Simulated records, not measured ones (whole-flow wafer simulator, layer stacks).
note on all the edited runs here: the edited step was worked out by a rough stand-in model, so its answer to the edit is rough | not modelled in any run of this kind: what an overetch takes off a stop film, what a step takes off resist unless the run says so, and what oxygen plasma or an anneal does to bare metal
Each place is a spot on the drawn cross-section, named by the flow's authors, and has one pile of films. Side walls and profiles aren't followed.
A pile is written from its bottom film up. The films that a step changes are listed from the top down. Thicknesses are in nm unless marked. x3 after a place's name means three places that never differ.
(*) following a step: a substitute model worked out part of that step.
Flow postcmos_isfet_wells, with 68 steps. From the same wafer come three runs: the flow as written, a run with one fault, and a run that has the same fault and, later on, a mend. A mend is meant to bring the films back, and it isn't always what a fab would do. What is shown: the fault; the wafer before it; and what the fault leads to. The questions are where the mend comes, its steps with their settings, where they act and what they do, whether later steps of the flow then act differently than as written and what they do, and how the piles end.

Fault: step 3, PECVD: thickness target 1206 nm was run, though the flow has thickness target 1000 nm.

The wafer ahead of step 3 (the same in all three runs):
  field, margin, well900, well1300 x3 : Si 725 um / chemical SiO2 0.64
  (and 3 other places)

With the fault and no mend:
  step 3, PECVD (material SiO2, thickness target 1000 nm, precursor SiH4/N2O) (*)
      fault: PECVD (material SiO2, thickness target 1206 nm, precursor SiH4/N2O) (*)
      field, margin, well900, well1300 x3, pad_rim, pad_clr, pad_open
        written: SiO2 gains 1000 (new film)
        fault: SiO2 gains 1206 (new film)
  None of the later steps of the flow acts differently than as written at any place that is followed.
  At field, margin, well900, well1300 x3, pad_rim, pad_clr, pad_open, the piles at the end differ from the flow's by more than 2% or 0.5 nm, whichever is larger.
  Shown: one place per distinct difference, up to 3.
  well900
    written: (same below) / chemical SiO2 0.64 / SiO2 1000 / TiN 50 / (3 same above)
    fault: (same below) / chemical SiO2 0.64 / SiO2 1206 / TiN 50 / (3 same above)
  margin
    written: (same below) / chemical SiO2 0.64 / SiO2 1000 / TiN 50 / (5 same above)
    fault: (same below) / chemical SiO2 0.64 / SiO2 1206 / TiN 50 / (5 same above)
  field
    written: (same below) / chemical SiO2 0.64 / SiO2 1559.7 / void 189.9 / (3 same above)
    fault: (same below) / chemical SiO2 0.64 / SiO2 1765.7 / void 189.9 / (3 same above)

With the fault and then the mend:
  The mend stands after step 3.
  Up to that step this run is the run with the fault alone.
  step 3a, ETCH (chemistry boe, depth target 206 nm)
      field, margin, well900, well1300 x3, pad_rim, pad_clr, pad_open
        SiO2 loses 206
  None of the later steps of the flow acts differently than as written at any place that is followed.
  By the end, the piles equal the flow's at every place that both follow.
